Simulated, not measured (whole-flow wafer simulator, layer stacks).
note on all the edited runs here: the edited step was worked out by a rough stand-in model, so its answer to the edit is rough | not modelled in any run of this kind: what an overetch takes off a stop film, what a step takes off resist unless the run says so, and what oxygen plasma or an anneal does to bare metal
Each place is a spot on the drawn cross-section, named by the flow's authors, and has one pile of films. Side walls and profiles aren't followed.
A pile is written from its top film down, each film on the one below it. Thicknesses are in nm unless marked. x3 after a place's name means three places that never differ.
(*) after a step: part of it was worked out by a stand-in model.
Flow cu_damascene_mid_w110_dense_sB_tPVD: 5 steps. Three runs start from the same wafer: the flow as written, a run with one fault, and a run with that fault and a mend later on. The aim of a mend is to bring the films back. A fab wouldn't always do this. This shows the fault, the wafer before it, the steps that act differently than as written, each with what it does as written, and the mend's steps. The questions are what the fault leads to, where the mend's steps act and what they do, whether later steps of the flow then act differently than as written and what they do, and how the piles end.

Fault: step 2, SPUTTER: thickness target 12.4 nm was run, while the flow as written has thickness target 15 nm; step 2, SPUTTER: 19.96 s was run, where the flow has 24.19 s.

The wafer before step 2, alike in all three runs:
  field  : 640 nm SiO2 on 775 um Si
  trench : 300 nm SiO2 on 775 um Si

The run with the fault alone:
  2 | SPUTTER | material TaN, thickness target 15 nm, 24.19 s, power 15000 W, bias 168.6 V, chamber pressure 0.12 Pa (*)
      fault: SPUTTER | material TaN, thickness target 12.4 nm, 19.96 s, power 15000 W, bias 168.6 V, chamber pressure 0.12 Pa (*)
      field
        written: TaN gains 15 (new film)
        fault: TaN gains 12.4 (new film)
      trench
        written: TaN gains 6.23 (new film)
        fault: TaN gains 5.15 (new film)
  Every later step of the flow that is run acts as written, at every place that is followed, to within 2% or 0.5 nm, whichever is larger.
  At field, trench, the piles at the end differ from the flow's by more than 2% or 0.5 nm, whichever is larger.
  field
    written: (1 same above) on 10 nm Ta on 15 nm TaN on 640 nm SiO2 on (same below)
    fault: (1 same above) on 10 nm Ta on 12.4 nm TaN on 640 nm SiO2 on (same below)
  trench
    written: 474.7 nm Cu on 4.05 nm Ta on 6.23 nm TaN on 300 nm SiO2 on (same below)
    fault: 473.2 nm Cu on 4.08 nm Ta on 5.15 nm TaN on 300 nm SiO2 on (same below)

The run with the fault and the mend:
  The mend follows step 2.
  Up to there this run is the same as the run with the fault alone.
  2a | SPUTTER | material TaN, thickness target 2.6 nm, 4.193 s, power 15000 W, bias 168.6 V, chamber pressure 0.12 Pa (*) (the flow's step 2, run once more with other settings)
      field
        TaN gains 2.6
      trench
        TaN gains 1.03
  Every later step of the flow that is run acts as written, at every place that is followed, to within 2% or 0.5 nm, whichever is larger.
  At the end the piles are close to the flow's at the places that both follow, differing by at most 2% or 0.5 nm, whichever is larger.
